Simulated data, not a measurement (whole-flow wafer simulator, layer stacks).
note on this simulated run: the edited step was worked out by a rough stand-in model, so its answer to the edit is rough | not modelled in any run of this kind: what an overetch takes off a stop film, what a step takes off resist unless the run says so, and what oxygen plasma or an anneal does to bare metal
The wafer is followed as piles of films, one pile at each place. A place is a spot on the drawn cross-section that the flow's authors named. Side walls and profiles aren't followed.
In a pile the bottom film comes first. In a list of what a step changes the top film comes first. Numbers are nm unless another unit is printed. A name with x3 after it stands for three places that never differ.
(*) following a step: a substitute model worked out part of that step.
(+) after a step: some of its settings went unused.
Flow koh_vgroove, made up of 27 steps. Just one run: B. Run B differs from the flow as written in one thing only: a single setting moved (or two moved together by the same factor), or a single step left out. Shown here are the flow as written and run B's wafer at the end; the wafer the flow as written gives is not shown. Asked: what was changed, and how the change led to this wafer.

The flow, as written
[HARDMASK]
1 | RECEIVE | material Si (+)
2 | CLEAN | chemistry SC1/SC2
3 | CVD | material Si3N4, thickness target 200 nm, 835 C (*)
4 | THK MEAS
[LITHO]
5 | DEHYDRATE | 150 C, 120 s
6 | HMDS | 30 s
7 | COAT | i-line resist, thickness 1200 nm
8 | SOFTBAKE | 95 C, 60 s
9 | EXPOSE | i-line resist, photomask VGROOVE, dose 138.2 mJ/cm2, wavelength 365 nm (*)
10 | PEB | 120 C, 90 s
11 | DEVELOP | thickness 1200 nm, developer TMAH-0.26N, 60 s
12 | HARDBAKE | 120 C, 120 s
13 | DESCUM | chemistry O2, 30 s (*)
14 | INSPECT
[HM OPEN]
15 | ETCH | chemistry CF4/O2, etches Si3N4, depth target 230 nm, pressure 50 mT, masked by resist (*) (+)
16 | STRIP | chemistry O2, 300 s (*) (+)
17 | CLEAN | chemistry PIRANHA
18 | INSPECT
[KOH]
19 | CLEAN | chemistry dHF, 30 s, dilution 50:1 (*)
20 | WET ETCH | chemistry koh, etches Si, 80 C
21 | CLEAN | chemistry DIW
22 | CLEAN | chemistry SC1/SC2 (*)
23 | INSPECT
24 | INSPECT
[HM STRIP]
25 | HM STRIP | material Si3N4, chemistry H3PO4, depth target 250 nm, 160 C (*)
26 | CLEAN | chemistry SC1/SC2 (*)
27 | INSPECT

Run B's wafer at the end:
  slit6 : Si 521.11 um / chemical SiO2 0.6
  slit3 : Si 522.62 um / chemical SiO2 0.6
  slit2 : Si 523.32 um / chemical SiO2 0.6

What caused this: step 15, ETCH: depth target 362 nm was run, whereas the flow has depth target 230 nm.

Step by step, how the change led to this:
  15 | ETCH | chemistry CF4/O2, etches Si3N4, depth target 230 nm, pressure 50 mT, masked by resist (*) (+)
      slit3, slit2, slit6, slit20: Si3N4 loses 200 (all of it), chemical SiO2 loses 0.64 (all of it), Si loses 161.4 (in the flow as written it would be: Si3N4 loses 200 (all of it), chemical SiO2 loses 0.64 (all of it), Si loses 29.4)
      field: i-line resist loses 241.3 (in the flow as written it would be: i-line resist loses 153.3)
  16 | STRIP | chemistry O2, 300 s (*) (+)
      field: i-line resist loses 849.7 (all of it) (in the flow as written it would be: i-line resist loses 937.7 (all of it))
